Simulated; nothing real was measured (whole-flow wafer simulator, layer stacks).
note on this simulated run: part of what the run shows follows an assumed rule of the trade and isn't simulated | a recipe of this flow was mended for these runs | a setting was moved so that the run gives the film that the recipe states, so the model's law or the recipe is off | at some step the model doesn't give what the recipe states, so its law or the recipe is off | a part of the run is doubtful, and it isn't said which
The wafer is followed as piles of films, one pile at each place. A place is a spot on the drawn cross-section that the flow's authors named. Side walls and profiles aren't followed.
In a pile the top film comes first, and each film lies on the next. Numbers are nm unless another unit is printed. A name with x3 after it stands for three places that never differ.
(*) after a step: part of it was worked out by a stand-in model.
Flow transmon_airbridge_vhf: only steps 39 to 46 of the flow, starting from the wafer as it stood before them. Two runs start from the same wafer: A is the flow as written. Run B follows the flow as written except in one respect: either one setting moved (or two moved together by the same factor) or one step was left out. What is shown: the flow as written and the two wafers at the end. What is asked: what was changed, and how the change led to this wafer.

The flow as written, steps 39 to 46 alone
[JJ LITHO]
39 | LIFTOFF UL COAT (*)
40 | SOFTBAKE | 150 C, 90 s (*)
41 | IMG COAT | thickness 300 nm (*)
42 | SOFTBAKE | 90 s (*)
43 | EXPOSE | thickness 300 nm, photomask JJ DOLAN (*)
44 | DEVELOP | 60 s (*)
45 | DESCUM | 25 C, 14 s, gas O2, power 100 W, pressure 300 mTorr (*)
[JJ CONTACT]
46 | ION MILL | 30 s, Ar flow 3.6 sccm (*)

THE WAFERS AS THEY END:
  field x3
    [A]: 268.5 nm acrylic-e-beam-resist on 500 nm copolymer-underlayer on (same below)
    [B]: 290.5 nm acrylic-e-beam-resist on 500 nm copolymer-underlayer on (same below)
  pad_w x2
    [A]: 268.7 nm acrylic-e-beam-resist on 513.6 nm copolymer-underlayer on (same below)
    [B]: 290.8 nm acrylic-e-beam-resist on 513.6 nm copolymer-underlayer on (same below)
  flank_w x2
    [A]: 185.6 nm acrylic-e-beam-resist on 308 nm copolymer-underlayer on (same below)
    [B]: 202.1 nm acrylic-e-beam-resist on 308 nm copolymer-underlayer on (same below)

The reason: step 41, IMG COAT: thickness 322 nm was run, though the flow has thickness 300 nm; step 43, EXPOSE: thickness 322 nm was run, where the flow has thickness 300 nm.

Step by step, how the change led to this:
  41 | IMG COAT | thickness 300 nm (*)
      field x3, jj_line, ground_far x3: A +300 acrylic-e-beam-resist (new film) | B +322 acrylic-e-beam-resist (new film)
      pad_w x2: A +300.2 acrylic-e-beam-resist (new film) | B +322.3 acrylic-e-beam-resist (new film)
      (also at 8 further places)
  44 | DEVELOP | 60 s (*)
      jj_line: A -300 acrylic-e-beam-resist (all of it), -500 copolymer-underlayer (all of it) | B -322 acrylic-e-beam-resist (all of it), -500 copolymer-underlayer (all of it)
